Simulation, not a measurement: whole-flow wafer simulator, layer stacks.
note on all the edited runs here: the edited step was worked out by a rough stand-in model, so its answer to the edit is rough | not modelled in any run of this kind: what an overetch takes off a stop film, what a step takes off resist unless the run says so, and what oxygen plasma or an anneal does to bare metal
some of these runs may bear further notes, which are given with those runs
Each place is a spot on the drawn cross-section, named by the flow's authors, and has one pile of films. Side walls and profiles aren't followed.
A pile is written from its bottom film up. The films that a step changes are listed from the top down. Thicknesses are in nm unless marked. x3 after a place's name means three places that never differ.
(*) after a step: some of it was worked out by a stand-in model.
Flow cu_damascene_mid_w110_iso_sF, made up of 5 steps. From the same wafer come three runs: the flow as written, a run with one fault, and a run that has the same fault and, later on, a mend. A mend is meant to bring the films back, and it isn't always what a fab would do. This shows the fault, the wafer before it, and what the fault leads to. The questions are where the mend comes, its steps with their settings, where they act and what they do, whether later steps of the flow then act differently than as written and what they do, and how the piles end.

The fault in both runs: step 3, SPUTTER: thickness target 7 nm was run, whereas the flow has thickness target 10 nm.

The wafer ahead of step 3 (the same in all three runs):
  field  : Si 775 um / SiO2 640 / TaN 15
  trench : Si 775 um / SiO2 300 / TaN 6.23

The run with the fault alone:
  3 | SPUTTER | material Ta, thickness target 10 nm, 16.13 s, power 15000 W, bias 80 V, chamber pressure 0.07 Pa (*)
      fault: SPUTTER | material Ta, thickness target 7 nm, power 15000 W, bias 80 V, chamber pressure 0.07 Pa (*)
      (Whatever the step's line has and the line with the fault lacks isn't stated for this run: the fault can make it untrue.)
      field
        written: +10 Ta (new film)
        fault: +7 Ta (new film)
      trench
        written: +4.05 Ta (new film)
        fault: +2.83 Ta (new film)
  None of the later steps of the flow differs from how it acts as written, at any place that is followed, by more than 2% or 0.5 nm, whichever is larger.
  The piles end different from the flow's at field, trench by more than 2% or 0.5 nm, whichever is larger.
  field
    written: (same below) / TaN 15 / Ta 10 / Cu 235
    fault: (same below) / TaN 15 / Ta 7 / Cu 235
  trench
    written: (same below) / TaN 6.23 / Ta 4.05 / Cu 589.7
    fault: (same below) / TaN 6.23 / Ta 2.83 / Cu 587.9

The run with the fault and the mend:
  The mend stands after step 3.
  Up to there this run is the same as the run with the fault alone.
  3a | SPUTTER | material Ta, thickness target 3 nm, power 15000 W, bias 80 V, chamber pressure 0.07 Pa (*) (the flow's step 3 again, with other settings)
      field
        +3 Ta
      trench
        +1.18 Ta
  None of the later steps of the flow differs from how it acts as written, at any place that is followed, by more than 2% or 0.5 nm, whichever is larger.
  When the end is reached, the piles differ only a little from the flow's at the places that both follow, at most by 2% or 0.5 nm, whichever is larger.
